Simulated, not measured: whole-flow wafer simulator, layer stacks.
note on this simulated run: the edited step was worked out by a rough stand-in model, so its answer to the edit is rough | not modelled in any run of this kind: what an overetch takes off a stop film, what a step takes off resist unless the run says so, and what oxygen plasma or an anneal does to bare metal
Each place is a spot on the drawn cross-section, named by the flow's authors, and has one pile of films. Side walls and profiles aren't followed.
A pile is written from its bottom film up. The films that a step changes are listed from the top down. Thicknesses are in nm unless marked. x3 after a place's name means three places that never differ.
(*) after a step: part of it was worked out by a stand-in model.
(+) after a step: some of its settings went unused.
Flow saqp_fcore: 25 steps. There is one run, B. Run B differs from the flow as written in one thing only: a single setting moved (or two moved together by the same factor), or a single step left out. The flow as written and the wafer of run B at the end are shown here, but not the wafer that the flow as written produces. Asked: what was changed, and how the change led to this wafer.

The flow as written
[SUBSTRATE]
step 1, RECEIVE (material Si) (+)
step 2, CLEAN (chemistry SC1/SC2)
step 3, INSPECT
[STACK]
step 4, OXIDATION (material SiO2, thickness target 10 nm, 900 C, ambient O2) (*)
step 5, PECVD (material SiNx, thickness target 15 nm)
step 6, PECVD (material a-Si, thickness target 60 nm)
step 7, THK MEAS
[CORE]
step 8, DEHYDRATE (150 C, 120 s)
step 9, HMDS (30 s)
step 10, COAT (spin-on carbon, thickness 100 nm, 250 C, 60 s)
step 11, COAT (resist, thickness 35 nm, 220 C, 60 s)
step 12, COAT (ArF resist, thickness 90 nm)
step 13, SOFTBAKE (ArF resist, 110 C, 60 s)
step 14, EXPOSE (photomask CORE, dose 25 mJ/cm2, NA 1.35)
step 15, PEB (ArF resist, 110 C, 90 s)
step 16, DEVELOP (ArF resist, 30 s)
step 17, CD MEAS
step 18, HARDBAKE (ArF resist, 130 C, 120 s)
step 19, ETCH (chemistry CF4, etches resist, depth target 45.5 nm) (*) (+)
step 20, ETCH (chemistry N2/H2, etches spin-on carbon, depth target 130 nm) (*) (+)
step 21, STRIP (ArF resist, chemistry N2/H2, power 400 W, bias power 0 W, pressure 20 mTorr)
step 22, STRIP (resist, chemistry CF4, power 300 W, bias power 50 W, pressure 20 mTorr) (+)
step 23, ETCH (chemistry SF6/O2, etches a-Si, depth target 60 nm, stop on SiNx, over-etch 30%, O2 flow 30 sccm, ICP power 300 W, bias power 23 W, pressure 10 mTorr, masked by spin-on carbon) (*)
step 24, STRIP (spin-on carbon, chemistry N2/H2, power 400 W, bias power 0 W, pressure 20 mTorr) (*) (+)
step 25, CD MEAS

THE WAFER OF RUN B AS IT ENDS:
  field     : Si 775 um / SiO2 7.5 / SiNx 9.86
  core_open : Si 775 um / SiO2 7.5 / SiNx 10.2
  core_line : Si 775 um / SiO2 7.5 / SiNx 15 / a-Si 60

Cause: step 4, OXIDATION: thickness target 7.5 nm was run, while the flow as written has thickness target 10 nm.
The wafer lets one read it off: field has SiO2 7.5, and step 4 as written asks for 10 nm.

Step by step, how the change led to this:
  step 4, OXIDATION (material SiO2, thickness target 10 nm, 900 C, ambient O2) (*)
      field, core_open, core_line: +7.5 SiO2 (new film), -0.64 chemical SiO2 (all of it), -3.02 Si (as written it would have been: +10 SiO2 (new film), -0.64 chemical SiO2 (all of it), -4.12 Si)
